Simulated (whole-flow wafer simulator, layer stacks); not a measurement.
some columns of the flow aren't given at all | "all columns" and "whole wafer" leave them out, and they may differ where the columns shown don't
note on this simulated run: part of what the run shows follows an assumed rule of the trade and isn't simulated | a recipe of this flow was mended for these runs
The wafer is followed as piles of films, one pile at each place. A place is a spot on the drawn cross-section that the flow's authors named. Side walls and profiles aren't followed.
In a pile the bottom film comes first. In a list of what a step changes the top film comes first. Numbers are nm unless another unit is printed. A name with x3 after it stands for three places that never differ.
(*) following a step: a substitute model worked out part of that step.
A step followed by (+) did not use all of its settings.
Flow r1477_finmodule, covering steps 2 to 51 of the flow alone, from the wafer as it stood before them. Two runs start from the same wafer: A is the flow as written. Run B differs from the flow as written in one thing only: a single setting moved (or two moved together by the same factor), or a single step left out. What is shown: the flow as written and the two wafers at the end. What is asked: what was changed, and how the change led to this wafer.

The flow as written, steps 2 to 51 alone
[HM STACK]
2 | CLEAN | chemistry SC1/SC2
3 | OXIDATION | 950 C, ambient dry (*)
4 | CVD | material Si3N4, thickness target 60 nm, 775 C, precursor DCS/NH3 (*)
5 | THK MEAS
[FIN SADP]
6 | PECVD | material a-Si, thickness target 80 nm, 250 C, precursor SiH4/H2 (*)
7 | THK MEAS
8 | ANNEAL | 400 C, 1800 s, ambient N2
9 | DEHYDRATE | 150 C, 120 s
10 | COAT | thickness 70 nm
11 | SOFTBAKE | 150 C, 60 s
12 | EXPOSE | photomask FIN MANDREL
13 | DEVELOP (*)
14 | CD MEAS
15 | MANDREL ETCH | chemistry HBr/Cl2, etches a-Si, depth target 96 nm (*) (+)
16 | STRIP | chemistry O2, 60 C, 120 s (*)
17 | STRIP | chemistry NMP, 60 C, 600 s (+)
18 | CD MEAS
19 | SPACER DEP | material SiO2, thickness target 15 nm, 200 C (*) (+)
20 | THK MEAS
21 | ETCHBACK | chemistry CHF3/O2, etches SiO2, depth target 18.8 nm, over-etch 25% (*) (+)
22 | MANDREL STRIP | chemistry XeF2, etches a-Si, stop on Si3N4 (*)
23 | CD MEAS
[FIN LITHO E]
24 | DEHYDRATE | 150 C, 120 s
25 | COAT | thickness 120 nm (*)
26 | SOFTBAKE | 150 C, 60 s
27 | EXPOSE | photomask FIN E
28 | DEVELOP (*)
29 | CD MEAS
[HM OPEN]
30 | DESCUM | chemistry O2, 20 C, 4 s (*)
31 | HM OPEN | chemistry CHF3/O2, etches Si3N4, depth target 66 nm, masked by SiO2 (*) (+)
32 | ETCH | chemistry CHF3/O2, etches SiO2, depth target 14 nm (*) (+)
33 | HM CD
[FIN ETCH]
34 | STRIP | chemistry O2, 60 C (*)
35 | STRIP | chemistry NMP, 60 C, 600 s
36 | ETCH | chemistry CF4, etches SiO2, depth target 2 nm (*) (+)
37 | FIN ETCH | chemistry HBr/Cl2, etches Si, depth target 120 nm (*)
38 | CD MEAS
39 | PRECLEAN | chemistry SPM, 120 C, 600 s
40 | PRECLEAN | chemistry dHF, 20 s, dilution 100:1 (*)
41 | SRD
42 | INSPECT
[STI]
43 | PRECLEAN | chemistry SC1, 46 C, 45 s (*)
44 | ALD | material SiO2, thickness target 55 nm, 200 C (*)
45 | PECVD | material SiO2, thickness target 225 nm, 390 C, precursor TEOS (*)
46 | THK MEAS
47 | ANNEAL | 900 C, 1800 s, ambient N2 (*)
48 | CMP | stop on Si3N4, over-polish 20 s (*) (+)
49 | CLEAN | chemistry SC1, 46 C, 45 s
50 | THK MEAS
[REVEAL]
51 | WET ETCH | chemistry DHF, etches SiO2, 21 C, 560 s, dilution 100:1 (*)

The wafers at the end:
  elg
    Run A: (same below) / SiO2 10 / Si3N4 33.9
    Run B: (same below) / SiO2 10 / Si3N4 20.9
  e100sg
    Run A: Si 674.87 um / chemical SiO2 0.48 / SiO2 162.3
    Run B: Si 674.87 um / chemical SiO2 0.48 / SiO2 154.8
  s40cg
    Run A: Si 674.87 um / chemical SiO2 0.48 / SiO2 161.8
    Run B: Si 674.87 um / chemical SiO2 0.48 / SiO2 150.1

The reason: step 4, CVD: thickness target 47 nm was run, though the flow has thickness target 60 nm.

How this came from the change, step by step:
  4 | CVD | material Si3N4, thickness target 60 nm, 775 C, precursor DCS/NH3 (*)
      pad, padg, elg and 33 more: A +60 Si3N4 (new film) | B +47 Si3N4 (new film)
  31 | HM OPEN | chemistry CHF3/O2, etches Si3N4, depth target 66 nm, masked by SiO2 (*) (+)
      pad, padg, esg and 13 more: A -54.1 Si3N4 (all of it), -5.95 SiO2 | B -41.1 Si3N4 (all of it), -10 SiO2 (all of it), -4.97 Si
      s40cg, s45cg, s50cg, s40co, s45co, s50co: A -60 Si3N4 (all of it), -3 SiO2 | B -47 Si3N4 (all of it), -9.5 SiO2
  32 | ETCH | chemistry CHF3/O2, etches SiO2, depth target 14 nm (*) (+)
      pad, padg: A -4.05 SiO2 (all of it), -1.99 Si | B -2.8 Si
      esg, eso: A -4.05 SiO2 (all of it), -1.99 Si | B -2.33 Si
      (also at 18 further places)
  44 | ALD | material SiO2, thickness target 55 nm, 200 C (*)
      s40cg, s45cg, s50cg, s40co, s45co, s50co: A +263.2 SiO2 (new film) | B +251.5 SiO2 (new film)
      s45sg, s50sg, s45so, s50so: A +263.8 SiO2 (new film) | B +256.2 SiO2 (new film)
      (also at 10 further places)
  48 | CMP | stop on Si3N4, over-polish 20 s (*) (+)
      pad, padg: A -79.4 SiO2 | B -86.7 SiO2
